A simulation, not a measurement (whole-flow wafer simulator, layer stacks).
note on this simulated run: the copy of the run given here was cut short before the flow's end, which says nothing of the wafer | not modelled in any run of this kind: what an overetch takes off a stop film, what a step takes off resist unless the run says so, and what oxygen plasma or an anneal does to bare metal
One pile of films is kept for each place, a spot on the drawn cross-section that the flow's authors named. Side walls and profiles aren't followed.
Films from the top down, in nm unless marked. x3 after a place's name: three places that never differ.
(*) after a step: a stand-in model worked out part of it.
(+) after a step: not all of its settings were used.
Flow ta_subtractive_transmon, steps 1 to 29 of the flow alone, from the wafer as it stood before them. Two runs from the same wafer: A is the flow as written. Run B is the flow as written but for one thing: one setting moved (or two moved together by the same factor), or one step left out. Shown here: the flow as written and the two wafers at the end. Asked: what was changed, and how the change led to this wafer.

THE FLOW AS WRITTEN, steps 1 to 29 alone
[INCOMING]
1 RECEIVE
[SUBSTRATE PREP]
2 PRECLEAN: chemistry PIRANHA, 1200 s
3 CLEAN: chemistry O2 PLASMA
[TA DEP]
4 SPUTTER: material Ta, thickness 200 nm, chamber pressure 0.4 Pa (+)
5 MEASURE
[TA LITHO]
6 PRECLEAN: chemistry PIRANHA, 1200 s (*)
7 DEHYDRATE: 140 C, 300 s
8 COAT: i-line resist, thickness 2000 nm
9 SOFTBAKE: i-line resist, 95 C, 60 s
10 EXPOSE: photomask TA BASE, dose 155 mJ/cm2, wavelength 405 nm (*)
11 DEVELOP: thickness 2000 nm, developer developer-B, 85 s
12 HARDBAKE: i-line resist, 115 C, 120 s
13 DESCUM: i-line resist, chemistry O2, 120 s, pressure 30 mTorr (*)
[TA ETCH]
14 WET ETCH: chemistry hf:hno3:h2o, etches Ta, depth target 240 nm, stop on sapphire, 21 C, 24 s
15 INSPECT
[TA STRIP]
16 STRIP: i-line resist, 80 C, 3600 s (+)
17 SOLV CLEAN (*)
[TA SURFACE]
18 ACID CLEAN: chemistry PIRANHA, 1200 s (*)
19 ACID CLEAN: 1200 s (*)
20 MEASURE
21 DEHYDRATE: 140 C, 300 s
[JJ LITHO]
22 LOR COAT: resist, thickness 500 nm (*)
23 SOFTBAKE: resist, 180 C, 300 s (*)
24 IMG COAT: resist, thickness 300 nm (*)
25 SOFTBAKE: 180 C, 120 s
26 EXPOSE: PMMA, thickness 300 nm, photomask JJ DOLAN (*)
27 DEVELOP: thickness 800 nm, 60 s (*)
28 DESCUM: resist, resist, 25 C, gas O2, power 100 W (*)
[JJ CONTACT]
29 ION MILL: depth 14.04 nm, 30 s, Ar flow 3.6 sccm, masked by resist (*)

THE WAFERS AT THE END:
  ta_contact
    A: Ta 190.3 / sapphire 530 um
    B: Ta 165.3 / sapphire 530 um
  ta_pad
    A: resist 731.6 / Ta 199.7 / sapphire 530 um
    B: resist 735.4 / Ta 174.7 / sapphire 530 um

The cause: step 4, SPUTTER: thickness 175 nm was run, where the flow has thickness 200 nm.

How the change led to this, step by step:
  4 SPUTTER: material Ta, thickness 200 nm, chamber pressure 0.4 Pa (+)
      field x2, jj_line, lead, ta_contact, ta_pad: A Ta +200 (new film) | B Ta +175 (new film)
  14 WET ETCH: chemistry hf:hno3:h2o, etches Ta, depth target 240 nm, stop on sapphire, 21 C, 24 s
      field x2, jj_line, lead: A Ta -200 (all of it) | B Ta -175 (all of it)
